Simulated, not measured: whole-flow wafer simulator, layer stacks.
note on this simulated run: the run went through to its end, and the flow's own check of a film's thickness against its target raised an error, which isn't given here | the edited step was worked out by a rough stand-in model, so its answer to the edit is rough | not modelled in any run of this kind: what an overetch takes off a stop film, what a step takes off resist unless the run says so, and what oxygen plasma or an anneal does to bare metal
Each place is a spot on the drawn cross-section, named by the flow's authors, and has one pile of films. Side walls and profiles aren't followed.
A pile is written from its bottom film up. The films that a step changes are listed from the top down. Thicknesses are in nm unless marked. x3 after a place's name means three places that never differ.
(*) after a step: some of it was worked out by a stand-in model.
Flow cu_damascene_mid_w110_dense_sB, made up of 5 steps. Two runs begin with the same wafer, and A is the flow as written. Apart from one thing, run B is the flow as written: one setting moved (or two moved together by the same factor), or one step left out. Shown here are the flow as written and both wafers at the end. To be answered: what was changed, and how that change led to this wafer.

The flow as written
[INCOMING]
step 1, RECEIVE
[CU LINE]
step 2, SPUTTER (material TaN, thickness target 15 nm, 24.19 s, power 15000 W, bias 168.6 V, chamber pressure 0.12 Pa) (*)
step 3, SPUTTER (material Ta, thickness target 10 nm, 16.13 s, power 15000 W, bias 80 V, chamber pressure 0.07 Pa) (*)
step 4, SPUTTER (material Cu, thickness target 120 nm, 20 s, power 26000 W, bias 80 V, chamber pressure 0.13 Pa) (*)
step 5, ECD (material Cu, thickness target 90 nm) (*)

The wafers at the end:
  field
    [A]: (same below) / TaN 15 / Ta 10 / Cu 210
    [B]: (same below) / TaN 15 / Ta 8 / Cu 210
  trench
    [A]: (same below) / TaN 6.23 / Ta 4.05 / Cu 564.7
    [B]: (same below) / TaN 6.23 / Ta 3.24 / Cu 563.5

Cause: step 3, SPUTTER: thickness target 8 nm was run, while the flow as written has thickness target 10 nm; step 3, SPUTTER: 12.9 s was run, where the flow has 16.13 s.
The wafer lets one read it off: field has Ta 8, and step 3 as written asks for 10 nm.

How this came from the change, step by step:
  step 3, SPUTTER (material Ta, thickness target 10 nm, 16.13 s, power 15000 W, bias 80 V, chamber pressure 0.07 Pa) (*)
      field: A Ta gains 10 (new film) | B Ta gains 8 (new film)
      trench: A Ta gains 4.05 (new film) | B Ta gains 3.24 (new film)
